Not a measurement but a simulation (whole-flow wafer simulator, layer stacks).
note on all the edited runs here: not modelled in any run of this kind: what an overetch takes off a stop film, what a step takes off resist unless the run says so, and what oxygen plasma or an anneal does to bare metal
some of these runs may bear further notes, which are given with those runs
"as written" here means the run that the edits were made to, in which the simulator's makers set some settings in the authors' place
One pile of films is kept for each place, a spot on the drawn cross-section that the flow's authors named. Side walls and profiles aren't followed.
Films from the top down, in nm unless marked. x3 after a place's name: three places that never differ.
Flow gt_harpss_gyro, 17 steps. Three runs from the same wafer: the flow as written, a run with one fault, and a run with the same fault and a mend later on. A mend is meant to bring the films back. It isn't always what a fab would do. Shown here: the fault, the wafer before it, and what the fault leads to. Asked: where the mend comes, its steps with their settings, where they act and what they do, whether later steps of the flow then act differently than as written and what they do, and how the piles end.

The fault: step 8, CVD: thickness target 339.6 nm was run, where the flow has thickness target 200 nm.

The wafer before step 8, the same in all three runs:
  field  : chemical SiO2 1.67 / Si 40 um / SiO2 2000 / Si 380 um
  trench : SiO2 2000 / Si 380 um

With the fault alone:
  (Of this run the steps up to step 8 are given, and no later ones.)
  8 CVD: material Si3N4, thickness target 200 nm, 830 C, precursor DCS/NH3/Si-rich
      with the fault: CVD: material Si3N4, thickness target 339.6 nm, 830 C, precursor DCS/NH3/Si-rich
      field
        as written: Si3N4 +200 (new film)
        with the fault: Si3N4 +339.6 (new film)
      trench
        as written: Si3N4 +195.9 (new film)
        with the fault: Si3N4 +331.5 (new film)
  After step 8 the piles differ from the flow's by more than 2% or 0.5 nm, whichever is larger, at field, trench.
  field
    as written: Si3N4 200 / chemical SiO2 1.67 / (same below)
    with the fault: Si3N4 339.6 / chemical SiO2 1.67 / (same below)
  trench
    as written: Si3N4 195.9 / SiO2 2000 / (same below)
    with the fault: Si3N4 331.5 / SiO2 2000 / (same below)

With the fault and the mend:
  The mend comes after step 8.
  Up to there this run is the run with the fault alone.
  8a ETCH: chemistry h3po4, depth target 137.6 nm
      field, trench
        Si3N4 -137.6
  No later step of the flow acts differently than as written at any place that is followed.
  At the end the piles differ from the flow's only slightly at the places that both follow, by at most 2% or 0.5 nm, whichever is larger.
